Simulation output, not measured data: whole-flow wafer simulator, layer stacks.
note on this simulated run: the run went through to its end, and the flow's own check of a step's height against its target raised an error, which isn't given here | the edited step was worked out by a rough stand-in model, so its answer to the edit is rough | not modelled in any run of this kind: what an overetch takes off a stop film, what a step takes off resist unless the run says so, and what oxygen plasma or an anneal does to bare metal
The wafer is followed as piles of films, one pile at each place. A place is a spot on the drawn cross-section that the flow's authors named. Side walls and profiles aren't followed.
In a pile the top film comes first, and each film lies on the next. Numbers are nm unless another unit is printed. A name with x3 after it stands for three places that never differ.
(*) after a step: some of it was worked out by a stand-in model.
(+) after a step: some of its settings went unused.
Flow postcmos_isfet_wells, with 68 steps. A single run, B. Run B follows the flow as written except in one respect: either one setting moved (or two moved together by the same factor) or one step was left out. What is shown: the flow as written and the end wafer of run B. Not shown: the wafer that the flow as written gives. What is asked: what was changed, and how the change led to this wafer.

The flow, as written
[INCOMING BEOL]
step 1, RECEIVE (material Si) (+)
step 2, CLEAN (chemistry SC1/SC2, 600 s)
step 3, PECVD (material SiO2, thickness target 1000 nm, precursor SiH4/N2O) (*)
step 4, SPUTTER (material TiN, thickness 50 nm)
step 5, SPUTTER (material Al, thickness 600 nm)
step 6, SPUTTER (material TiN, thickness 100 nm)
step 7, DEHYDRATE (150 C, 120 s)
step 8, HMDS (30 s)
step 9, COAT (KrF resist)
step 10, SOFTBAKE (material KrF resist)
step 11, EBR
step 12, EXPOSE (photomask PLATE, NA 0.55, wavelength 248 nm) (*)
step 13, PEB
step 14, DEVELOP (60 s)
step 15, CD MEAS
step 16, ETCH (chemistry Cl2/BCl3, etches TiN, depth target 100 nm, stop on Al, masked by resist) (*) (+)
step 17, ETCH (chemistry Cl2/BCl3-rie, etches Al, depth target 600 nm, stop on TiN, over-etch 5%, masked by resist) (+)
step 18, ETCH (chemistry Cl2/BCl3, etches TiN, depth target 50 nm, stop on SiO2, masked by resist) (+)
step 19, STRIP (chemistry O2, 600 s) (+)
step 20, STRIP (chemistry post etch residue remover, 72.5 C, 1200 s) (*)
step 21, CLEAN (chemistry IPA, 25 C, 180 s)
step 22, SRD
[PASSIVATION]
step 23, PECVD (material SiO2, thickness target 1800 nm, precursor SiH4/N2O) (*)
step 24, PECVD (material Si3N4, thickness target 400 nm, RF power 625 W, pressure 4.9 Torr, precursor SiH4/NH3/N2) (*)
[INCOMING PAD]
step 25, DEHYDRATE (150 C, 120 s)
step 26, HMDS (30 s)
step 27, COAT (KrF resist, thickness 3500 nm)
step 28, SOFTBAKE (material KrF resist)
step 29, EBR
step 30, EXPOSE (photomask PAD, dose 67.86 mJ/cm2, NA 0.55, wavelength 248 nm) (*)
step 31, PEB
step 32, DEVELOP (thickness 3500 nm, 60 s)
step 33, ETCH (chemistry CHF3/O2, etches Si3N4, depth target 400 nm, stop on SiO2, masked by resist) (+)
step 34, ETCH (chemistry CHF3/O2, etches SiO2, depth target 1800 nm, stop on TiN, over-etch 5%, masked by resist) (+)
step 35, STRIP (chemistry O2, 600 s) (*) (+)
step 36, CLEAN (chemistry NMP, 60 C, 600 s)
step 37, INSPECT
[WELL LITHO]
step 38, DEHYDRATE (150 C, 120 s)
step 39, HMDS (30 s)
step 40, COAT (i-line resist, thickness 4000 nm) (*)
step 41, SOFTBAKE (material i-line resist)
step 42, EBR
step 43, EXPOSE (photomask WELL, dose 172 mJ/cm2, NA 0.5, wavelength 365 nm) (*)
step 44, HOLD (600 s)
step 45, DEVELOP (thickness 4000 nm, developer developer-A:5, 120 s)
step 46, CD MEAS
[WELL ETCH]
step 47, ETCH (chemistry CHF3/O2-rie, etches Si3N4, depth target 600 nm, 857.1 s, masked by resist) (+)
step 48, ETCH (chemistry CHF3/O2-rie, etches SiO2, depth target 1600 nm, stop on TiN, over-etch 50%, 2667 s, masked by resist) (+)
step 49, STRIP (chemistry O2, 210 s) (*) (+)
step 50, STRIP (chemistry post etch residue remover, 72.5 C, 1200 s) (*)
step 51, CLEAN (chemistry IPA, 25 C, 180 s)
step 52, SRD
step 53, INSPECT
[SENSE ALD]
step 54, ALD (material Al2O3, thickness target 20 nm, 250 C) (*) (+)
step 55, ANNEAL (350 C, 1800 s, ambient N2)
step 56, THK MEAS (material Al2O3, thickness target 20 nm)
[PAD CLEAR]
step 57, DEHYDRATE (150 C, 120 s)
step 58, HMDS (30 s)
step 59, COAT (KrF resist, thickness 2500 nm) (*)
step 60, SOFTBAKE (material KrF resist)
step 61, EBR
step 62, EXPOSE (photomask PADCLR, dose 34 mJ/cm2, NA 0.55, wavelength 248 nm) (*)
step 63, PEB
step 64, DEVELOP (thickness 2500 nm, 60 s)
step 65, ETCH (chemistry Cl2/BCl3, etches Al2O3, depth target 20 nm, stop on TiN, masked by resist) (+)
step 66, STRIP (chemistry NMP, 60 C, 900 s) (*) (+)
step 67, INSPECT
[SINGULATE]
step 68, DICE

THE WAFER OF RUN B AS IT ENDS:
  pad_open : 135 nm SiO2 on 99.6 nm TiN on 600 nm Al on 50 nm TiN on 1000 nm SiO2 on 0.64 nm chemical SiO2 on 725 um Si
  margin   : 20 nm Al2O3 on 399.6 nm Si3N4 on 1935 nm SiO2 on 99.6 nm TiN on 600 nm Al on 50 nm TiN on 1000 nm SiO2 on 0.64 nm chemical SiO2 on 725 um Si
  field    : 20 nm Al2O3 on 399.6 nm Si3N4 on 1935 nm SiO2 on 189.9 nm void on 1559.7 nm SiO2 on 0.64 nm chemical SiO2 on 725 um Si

Cause: step 23, PECVD: thickness target 1935 nm was run, while the flow as written has thickness target 1800 nm.
The wafer itself shows it: margin has SiO2 1935, and step 23 as written asks for 1800 nm.

How this came from the change, step by step:
  step 23, PECVD (material SiO2, thickness target 1800 nm, precursor SiH4/N2O) (*)
      margin, well900, well1300 x3, pad_rim, pad_clr, pad_open: +1935 SiO2 (new film) (as written it would have been: +1800 SiO2 (new film))
      field: +1935 SiO2 (new film), +189.9 void (new film), +559.7 SiO2 (as written it would have been: +1800 SiO2 (new film), +189.9 void (new film), +559.7 SiO2)
  step 34, ETCH (chemistry CHF3/O2, etches SiO2, depth target 1800 nm, stop on TiN, over-etch 5%, masked by resist) (+)
      pad_open: -1800 SiO2 (as written it would have been: -1800 SiO2 (all of it))
  step 48, ETCH (chemistry CHF3/O2-rie, etches SiO2, depth target 1600 nm, stop on TiN, over-etch 50%, 2667 s, masked by resist) (+)
      well900, well1300 x3: -1735 SiO2 (all of it) (as written it would have been: -1600 SiO2 (all of it))
  step 59, COAT (KrF resist, thickness 2500 nm) (*)
      field: +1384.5 KrF resist (new film) (as written it would have been: +1449 KrF resist (new film))
      margin: +1384.4 KrF resist (new film) (as written it would have been: +1448.9 KrF resist (new film))
  step 66, STRIP (chemistry NMP, 60 C, 900 s) (*) (+)
      field: -1336.1 KrF resist (all of it) (as written it would have been: -1400.1 KrF resist (all of it))
      margin: -1336 KrF resist (all of it) (as written it would have been: -1400.1 KrF resist (all of it))
